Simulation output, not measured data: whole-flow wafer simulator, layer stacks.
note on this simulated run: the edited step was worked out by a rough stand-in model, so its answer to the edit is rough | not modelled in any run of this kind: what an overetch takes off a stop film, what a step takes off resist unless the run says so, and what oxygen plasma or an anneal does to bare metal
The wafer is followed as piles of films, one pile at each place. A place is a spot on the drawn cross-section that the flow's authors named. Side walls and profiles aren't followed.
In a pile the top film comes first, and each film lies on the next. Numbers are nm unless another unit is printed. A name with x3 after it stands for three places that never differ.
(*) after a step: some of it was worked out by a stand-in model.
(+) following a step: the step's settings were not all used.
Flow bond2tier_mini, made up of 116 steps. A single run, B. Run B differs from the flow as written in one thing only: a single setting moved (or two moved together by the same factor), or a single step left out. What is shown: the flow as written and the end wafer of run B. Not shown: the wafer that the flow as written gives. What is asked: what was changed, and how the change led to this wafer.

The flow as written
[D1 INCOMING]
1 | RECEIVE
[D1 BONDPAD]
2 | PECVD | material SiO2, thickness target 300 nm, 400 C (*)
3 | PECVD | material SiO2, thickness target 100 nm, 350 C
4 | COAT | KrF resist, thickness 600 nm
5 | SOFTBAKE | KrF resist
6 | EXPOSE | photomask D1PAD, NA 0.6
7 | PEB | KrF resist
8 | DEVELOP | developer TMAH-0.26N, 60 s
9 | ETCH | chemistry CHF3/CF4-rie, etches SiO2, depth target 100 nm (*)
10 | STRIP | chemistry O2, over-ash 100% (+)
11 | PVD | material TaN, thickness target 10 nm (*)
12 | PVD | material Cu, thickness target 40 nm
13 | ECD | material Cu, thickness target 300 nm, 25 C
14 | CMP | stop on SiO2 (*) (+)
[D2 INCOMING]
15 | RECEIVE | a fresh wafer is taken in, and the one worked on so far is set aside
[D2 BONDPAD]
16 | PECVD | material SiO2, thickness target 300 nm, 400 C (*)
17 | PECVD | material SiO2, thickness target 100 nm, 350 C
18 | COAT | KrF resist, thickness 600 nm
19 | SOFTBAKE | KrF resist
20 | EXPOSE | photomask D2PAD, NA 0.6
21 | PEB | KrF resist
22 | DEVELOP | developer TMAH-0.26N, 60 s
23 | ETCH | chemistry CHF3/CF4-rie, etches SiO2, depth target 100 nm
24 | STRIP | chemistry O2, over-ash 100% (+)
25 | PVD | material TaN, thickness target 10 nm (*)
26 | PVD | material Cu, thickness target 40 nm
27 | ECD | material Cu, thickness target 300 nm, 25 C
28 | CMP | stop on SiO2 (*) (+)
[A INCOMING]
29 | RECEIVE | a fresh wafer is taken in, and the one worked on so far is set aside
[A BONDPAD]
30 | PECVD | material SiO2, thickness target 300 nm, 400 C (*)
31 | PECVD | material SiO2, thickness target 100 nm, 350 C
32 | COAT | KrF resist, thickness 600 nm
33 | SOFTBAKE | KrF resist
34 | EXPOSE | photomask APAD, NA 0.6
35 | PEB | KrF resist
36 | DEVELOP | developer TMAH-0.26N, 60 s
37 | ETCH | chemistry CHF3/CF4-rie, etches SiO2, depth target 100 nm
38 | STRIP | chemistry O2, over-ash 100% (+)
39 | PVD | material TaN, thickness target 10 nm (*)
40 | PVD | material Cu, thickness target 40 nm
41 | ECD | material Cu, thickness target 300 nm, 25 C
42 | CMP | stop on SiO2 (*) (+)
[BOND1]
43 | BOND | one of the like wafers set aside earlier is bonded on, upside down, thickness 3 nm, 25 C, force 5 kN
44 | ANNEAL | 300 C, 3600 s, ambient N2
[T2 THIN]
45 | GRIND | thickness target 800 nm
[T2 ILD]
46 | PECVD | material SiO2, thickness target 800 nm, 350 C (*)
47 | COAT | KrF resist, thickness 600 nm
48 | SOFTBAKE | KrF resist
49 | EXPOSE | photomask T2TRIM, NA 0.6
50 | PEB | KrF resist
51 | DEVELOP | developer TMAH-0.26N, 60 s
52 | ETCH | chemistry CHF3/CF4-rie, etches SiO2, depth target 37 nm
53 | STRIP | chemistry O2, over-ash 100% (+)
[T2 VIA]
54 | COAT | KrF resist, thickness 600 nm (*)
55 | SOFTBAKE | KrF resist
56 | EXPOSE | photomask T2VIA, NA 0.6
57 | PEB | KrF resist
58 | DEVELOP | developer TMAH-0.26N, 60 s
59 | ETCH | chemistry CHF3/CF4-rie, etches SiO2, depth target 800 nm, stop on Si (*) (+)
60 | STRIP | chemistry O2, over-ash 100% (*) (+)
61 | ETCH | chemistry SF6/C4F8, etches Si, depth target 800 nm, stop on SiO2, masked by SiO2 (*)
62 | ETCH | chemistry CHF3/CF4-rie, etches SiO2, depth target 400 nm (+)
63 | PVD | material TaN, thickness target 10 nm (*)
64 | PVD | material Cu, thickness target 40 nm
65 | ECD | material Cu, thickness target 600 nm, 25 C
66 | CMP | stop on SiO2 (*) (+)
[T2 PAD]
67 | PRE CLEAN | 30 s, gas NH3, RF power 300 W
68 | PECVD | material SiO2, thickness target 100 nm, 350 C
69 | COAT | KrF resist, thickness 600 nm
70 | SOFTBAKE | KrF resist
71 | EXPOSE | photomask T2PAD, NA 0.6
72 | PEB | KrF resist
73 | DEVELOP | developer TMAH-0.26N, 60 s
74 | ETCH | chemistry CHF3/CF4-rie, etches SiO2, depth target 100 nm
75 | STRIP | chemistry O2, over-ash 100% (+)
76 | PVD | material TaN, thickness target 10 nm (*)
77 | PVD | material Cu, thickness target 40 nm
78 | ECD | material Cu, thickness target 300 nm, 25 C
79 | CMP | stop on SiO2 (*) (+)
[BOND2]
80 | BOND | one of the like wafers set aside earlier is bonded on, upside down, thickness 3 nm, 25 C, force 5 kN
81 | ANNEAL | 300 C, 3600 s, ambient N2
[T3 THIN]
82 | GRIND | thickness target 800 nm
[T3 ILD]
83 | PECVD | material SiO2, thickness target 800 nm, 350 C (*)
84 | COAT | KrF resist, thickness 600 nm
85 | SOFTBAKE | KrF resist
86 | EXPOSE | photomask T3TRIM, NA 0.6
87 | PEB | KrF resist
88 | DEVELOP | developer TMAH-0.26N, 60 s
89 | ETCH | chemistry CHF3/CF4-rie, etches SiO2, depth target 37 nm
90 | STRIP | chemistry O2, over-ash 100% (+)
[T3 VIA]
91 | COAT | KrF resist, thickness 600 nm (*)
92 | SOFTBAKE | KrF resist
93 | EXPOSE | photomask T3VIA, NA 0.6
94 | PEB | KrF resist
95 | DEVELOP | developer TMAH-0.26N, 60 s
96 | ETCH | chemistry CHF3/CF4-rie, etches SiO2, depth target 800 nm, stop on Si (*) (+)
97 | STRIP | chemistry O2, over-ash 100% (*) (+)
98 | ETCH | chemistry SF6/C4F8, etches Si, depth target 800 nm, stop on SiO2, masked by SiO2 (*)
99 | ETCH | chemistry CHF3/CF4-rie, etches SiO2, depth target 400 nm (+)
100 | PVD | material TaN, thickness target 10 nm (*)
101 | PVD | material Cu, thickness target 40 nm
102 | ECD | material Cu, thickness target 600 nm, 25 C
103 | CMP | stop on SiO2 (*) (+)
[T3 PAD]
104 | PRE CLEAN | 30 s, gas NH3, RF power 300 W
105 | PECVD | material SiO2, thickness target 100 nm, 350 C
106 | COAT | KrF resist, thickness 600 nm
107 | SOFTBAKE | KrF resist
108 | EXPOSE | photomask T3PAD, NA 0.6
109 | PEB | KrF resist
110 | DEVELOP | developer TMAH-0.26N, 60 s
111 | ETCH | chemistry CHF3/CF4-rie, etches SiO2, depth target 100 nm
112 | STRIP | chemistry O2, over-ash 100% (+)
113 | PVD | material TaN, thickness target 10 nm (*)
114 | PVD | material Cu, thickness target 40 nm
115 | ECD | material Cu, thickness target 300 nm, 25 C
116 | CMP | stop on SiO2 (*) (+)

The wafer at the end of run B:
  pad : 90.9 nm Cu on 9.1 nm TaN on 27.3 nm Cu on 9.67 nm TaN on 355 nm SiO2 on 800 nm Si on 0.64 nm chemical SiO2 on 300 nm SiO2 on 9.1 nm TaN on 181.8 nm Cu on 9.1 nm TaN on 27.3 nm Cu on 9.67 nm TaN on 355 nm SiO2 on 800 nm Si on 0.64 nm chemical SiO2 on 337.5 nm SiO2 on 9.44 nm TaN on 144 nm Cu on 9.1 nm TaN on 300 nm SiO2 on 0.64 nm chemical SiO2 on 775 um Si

What caused this: step 9, ETCH: depth target 62.5 nm was run, while the flow as written has depth target 100 nm.

How this came from the change, step by step:
  9 | ETCH | chemistry CHF3/CF4-rie, etches SiO2, depth target 100 nm (*)
      pad, via: -62.5 SiO2 (in the flow as written it would be: -100 SiO2)
      field: -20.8 KrF resist (in the flow as written it would be: -33.3 KrF resist)
  10 | STRIP | chemistry O2, over-ash 100% (+)
      field: -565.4 KrF resist (all of it) (in the flow as written it would be: -552.9 KrF resist (all of it))
  12 | PVD | material Cu, thickness target 40 nm
      pad: +37.7 Cu (new film) (in the flow as written it would be: +36.4 Cu (new film))
  13 | ECD | material Cu, thickness target 300 nm, 25 C
      pad: +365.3 Cu (in the flow as written it would be: +404.5 Cu)
      via: +362.5 Cu (in the flow as written it would be: +400.2 Cu)
  43 | BOND | one of the like wafers set aside earlier is bonded on, upside down, thickness 3 nm, 25 C, force 5 kN
      pad: +775 um Si (new film), +0.64 chemical SiO2 (new film), +337.5 SiO2 (new film), +9.44 TaN (new film), +53.1 Cu (in the flow as written it would be: +775 um Si (new film), +0.64 chemical SiO2 (new film), +300 SiO2 (new film), +9.1 TaN (new film), +90.9 Cu)
      via: +775 um Si (new film), +0.64 chemical SiO2 (new film), +337.5 SiO2 (new film), +9.99 TaN (new film), +52.5 Cu (in the flow as written it would be: +775 um Si (new film), +0.64 chemical SiO2 (new film), +300 SiO2 (new film), +9.97 TaN (new film), +90 Cu)
